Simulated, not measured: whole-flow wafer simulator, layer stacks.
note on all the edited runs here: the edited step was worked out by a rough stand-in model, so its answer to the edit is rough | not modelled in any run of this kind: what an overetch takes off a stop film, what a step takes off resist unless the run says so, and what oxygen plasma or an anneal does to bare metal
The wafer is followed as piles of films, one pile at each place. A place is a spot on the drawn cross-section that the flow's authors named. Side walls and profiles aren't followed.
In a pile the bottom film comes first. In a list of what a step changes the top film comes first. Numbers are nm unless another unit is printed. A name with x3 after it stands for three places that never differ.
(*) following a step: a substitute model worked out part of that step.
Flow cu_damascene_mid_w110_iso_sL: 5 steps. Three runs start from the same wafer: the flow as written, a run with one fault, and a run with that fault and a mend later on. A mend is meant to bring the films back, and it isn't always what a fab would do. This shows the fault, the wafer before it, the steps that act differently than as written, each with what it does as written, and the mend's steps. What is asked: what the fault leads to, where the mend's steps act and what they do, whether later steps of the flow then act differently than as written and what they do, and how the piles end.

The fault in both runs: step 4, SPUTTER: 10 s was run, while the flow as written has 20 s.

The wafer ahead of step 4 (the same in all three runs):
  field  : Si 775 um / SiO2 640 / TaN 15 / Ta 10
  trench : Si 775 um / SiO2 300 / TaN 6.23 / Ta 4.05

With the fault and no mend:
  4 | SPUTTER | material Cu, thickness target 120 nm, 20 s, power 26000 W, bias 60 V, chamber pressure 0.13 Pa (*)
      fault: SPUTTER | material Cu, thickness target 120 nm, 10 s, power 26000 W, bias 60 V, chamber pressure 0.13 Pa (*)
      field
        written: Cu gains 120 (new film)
        fault: Cu gains 60 (new film)
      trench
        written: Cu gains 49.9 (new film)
        fault: Cu gains 25 (new film)
  Steps later in the flow that act otherwise than as written:
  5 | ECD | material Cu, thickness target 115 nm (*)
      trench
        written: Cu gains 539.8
        fault: Cu gains 504.8
  The piles end different from the flow's at field, trench by more than 2% or 0.5 nm, whichever is larger.
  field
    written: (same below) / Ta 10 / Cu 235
    fault: (same below) / Ta 10 / Cu 175
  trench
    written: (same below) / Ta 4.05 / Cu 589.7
    fault: (same below) / Ta 4.05 / Cu 529.7

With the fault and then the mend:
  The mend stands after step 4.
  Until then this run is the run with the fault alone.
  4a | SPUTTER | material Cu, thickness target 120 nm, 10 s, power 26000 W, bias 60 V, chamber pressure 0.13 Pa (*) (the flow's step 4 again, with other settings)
      field
        Cu gains 60
      trench
        Cu gains 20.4
  Later steps of the flow that are run all act as written at every place that is followed, up to a difference of at most 2% or 0.5 nm, whichever is larger.
  The piles end the same as the flow's at every place that both follow.
